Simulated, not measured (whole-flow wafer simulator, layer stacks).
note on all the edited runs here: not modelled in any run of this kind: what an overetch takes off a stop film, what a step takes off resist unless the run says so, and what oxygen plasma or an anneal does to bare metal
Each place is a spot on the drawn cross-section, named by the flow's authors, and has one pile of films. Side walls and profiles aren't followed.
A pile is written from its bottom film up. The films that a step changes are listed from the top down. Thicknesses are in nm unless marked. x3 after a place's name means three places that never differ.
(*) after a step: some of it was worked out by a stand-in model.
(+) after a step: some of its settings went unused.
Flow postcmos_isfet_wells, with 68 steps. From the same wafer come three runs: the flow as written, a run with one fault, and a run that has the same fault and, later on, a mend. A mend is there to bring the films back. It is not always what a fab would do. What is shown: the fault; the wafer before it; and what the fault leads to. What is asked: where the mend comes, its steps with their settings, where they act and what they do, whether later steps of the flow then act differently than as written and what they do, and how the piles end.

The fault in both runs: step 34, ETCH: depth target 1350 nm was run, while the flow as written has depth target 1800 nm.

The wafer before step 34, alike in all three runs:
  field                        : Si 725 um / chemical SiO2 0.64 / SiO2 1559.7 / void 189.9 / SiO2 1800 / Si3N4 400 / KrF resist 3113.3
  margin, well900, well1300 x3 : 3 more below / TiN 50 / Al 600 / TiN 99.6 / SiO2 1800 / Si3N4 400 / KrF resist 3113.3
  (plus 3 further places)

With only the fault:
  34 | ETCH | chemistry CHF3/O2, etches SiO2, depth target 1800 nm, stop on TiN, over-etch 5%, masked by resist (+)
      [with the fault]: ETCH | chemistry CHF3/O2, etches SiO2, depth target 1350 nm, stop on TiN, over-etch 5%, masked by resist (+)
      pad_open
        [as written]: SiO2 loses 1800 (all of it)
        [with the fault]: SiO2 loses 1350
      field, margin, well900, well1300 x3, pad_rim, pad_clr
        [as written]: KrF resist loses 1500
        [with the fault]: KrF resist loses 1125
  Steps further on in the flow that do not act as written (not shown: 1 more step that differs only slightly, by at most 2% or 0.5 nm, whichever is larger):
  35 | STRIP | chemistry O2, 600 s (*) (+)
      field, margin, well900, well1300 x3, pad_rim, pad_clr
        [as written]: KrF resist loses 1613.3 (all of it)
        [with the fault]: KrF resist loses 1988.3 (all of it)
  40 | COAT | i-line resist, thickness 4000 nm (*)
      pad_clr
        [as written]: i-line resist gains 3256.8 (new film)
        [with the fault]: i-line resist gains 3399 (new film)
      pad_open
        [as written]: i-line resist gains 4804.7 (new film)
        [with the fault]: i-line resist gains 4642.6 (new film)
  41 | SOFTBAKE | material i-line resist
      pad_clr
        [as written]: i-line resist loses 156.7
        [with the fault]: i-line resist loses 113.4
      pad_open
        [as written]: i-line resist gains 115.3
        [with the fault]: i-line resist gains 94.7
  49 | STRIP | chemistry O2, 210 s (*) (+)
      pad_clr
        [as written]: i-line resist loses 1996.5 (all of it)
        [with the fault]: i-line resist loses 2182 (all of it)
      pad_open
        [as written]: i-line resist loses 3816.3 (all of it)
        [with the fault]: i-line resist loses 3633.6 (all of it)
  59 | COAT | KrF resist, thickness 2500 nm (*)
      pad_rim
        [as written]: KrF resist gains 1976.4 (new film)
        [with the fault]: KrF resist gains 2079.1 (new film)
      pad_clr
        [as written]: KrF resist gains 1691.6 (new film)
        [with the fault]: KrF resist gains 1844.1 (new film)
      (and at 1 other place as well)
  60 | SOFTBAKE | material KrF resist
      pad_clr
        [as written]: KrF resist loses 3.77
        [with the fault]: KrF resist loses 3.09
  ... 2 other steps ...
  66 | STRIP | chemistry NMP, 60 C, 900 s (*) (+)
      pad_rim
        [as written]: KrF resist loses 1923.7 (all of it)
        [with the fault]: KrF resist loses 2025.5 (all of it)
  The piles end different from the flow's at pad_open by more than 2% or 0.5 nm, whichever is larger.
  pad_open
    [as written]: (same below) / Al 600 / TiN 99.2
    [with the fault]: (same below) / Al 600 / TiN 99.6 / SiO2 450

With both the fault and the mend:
  The mend follows step 34.
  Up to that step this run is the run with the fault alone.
  34a | ETCH | chemistry CHF3/O2, etches SiO2, depth target 450 nm, stop on TiN, over-etch 5%, masked by resist (a further turn of the flow's step 34, with different settings)
      field, margin, well900, well1300 x3, pad_rim, pad_clr
        KrF resist loses 375
      pad_open
        SiO2 loses 450 (all of it)
  None of the later steps of the flow acts differently than as written at any place that is followed.
  The piles end the same as the flow's at every place that both follow.
